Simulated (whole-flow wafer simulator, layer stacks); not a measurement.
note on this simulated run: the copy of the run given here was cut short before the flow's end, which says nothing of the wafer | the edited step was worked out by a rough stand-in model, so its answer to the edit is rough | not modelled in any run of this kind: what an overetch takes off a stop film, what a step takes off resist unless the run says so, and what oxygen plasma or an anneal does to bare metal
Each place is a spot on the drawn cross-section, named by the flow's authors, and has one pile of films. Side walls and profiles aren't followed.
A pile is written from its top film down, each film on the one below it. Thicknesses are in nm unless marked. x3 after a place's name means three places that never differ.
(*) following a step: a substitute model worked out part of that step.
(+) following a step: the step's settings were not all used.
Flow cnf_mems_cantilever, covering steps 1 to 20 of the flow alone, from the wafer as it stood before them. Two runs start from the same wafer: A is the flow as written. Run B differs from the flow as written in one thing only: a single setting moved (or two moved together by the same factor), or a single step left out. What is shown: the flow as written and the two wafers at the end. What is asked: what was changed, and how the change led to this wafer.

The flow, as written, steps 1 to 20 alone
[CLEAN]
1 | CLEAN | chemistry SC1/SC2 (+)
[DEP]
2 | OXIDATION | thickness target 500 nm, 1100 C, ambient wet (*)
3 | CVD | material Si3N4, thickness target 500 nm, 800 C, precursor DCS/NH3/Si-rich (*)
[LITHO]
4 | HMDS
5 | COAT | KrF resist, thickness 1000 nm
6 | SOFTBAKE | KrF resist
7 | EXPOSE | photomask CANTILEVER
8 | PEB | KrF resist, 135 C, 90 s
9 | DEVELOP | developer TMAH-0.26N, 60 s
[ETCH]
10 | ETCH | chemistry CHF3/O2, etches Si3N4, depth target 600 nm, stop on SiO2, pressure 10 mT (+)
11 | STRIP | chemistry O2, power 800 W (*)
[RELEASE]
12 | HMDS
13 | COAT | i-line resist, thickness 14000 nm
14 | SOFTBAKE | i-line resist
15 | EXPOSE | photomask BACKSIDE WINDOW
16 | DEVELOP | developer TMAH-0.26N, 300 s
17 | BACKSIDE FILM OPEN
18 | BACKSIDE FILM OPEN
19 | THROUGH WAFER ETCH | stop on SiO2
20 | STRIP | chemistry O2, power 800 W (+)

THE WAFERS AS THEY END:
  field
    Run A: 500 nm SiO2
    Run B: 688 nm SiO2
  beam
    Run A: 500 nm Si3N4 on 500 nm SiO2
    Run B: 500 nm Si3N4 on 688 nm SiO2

The reason: step 2, OXIDATION: thickness target 688 nm was run, though the flow has thickness target 500 nm.
The wafer lets one read it off: field has SiO2 688, and step 2 as written asks for 500 nm.

How this came from the change, step by step:
  2 | OXIDATION | thickness target 500 nm, 1100 C, ambient wet (*)
      field, beam: A SiO2 gains 500 (new film), chemical SiO2 loses 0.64 (all of it), Si loses 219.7 | B SiO2 gains 688 (new film), chemical SiO2 loses 0.64 (all of it), Si loses 302.4
  19 | THROUGH WAFER ETCH | stop on SiO2
      field: A under 1 film: Si loses 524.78 um (all of it) | B under 1 film: Si loses 524.7 um (all of it)
      beam: A under 2 films: Si loses 524.78 um (all of it) | B under 2 films: Si loses 524.7 um (all of it)
